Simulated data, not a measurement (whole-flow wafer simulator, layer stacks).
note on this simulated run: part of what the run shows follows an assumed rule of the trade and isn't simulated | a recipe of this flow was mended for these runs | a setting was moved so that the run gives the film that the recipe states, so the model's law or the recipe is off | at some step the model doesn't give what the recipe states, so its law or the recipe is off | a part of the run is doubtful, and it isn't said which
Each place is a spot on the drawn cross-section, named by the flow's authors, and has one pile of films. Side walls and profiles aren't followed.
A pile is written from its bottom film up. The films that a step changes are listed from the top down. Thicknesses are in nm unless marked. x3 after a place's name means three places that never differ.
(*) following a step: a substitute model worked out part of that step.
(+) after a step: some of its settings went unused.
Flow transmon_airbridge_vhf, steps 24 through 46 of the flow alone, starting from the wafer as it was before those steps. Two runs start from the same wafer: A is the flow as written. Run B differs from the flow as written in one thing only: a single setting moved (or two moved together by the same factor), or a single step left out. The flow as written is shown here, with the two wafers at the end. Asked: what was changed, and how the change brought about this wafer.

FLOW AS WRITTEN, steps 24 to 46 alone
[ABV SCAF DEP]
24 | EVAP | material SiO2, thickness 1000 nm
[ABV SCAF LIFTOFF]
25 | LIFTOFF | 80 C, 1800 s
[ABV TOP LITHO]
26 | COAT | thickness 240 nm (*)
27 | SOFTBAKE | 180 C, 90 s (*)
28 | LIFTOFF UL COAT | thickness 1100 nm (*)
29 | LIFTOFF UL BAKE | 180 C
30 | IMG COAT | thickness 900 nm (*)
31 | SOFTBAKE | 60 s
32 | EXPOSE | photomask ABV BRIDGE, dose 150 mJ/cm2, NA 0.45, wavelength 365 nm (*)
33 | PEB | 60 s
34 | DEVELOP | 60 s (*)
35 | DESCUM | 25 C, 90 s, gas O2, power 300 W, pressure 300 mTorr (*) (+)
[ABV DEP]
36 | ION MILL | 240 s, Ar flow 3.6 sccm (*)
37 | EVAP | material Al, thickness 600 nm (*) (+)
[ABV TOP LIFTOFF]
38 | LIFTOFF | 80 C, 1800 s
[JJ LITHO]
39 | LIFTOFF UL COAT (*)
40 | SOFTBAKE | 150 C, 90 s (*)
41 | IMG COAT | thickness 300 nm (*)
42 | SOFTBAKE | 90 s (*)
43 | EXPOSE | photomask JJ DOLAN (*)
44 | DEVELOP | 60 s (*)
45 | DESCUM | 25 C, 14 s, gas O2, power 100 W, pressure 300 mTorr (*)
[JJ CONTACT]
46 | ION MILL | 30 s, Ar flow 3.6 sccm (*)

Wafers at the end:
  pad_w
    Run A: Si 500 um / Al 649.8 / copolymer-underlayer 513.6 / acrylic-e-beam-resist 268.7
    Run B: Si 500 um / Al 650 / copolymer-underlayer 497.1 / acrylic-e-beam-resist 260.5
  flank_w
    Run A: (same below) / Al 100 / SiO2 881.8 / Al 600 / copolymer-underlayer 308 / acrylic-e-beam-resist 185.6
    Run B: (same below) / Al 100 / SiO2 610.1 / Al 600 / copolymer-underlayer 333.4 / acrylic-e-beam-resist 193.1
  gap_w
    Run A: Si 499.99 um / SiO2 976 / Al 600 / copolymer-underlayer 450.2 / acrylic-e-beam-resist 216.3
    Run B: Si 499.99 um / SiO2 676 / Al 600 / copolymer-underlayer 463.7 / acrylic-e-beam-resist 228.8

The reason: step 24, EVAP: thickness 700 nm was run, whereas the flow has thickness 1000 nm.

The path from the change to this, step by step:
  24 | EVAP | material SiO2, thickness 1000 nm
      field x3, jj_line, ground_far and 10 more: A SiO2 gains 1000 (new film) | B SiO2 gains 700 (new film)
      flank_w, flank_e: A SiO2 gains 905.8 (new film) | B SiO2 gains 634.1 (new film)
  25 | LIFTOFF | 80 C, 1800 s
      field x3, jj_line, trace_open_s x2: A SiO2 loses 1000 (all of it), i-line-resist loses 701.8 (all of it), lift-off-underlayer loses 1100 (all of it), acrylic-e-beam-resist loses 240 (all of it) | B SiO2 loses 700 (all of it), i-line-resist loses 701.8 (all of it), lift-off-underlayer loses 1100 (all of it), acrylic-e-beam-resist loses 240 (all of it)
      pad_w, pad_e: A SiO2 loses 1000 (all of it), i-line-resist loses 696.3 (all of it), lift-off-underlayer loses 1089.9 (all of it), acrylic-e-beam-resist loses 239.3 (all of it) | B SiO2 loses 700 (all of it), i-line-resist loses 696.3 (all of it), lift-off-underlayer loses 1089.9 (all of it), acrylic-e-beam-resist loses 239.3 (all of it)
      (and at 1 other place as well)
  26 | COAT | thickness 240 nm (*)
      flank_w, flank_e: A acrylic-e-beam-resist gains 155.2 (new film) | B acrylic-e-beam-resist gains 164.8 (new film)
      gap_w, gap_e: A acrylic-e-beam-resist gains 211.2 (new film) | B acrylic-e-beam-resist gains 224.2 (new film)
      (and at 6 other places as well)
  28 | LIFTOFF UL COAT | thickness 1100 nm (*)
      margin_s, margin_n: A lift-off-underlayer gains 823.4 (new film) | B lift-off-underlayer gains 897.2 (new film)
      pad_w: A lift-off-underlayer gains 1246.2 (new film) | B lift-off-underlayer gains 1199.2 (new film)
      (and at 7 other places as well)
  30 | IMG COAT | thickness 900 nm (*)
      gap_w, gap_e: A i-line-resist gains 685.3 (new film) | B i-line-resist gains 758.3 (new film)
      margin_s, margin_n: A i-line-resist gains 603.2 (new film) | B i-line-resist gains 697.8 (new film)
      (and at 7 other places as well)
  33 | PEB | 60 s
      flank_w, flank_e: A i-line-resist loses 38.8 | B i-line-resist loses 41.7
      gap_w, gap_e: A i-line-resist loses 35 | B i-line-resist loses 38.9
      (and at 7 other places as well)
  34 | DEVELOP | 60 s (*)
      pad_w: A i-line-resist loses 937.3 (all of it), lift-off-underlayer loses 1246.2 (all of it) | B i-line-resist loses 911.2 (all of it), lift-off-underlayer loses 1199.2 (all of it)
      flank_w: A i-line-resist loses 716.4 (all of it), lift-off-underlayer loses 832.3 (all of it) | B i-line-resist loses 768.7 (all of it), lift-off-underlayer loses 904.9 (all of it)
      (and at 6 other places as well)
  35 | DESCUM | 25 C, 90 s, gas O2, power 300 W, pressure 300 mTorr (*) (+)
      field x3, jj_line, ground_far, trace_open_s x2, margin_s, margin_n: A i-line-resist loses 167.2 | B i-line-resist loses 160.6
      flank_w, flank_e: A acrylic-e-beam-resist loses 155.2 (all of it) | B acrylic-e-beam-resist loses 164.8 (all of it)
      (and at 6 other places as well)
  38 | LIFTOFF | 80 C, 1800 s
      margin_s, margin_n: A Al loses 600 (all of it), i-line-resist loses 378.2 (all of it), lift-off-underlayer loses 823.4 (all of it), acrylic-e-beam-resist loses 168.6 (all of it) | B Al loses 600 (all of it), i-line-resist loses 474.5 (all of it), lift-off-underlayer loses 897.2 (all of it), acrylic-e-beam-resist loses 186 (all of it)
      ground_far: A Al loses 600 (all of it), i-line-resist loses 776.6 (all of it), lift-off-underlayer loses 1134.8 (all of it), acrylic-e-beam-resist loses 250.1 (all of it) | B Al loses 600 (all of it), i-line-resist loses 745.9 (all of it), lift-off-underlayer loses 1126.5 (all of it), acrylic-e-beam-resist loses 247.8 (all of it)
  39 | LIFTOFF UL COAT (*)
      pad_w, pad_e: A copolymer-underlayer gains 513.6 (new film) | B copolymer-underlayer gains 497.1 (new film)
      flank_w, flank_e: A copolymer-underlayer gains 308 (new film) | B copolymer-underlayer gains 333.4 (new film)
      (and at 6 other places as well)
  41 | IMG COAT | thickness 300 nm (*)
      pad_w, pad_e: A acrylic-e-beam-resist gains 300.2 (new film) | B acrylic-e-beam-resist gains 292 (new film)
      flank_w, flank_e: A acrylic-e-beam-resist gains 217.1 (new film) | B acrylic-e-beam-resist gains 224.6 (new film)
      (and at 6 other places as well)
